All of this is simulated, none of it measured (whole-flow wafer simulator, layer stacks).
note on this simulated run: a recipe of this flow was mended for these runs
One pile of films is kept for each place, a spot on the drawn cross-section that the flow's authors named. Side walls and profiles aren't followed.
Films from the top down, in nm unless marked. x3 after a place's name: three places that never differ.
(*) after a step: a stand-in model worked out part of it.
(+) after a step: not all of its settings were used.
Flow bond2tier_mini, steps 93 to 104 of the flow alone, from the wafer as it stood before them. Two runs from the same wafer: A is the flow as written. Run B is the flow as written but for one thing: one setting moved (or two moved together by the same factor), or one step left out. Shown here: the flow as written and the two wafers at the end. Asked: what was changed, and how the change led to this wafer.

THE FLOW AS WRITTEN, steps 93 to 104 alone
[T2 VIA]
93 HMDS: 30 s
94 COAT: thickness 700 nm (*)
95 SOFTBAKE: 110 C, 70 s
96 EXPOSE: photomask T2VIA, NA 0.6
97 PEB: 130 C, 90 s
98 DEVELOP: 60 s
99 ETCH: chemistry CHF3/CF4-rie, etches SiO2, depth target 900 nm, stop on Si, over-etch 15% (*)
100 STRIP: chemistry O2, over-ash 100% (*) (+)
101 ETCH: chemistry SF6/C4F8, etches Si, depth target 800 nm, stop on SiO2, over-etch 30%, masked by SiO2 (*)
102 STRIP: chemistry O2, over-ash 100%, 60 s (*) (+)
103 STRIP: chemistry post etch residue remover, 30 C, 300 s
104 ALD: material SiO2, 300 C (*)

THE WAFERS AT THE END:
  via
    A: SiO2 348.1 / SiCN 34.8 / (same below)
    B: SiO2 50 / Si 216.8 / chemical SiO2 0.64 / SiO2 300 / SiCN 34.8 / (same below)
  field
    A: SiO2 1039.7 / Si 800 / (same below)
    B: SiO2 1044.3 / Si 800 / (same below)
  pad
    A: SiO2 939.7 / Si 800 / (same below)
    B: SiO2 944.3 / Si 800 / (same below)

The cause: step 101, ETCH: depth target 440 nm was run, where the flow has depth target 800 nm.

How the change led to this, step by step:
  101 ETCH: chemistry SF6/C4F8, etches Si, depth target 800 nm, stop on SiO2, over-etch 30%, masked by SiO2 (*)
      via: A Si -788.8 (all of it), chemical SiO2 -0.64 (all of it), SiO2 -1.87 | B Si -572
      field, pad: A SiO2 -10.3 | B SiO2 -5.72
  104 ALD: material SiO2, 300 C (*)
      via: A SiO2 +50 | B SiO2 +50 (new film)
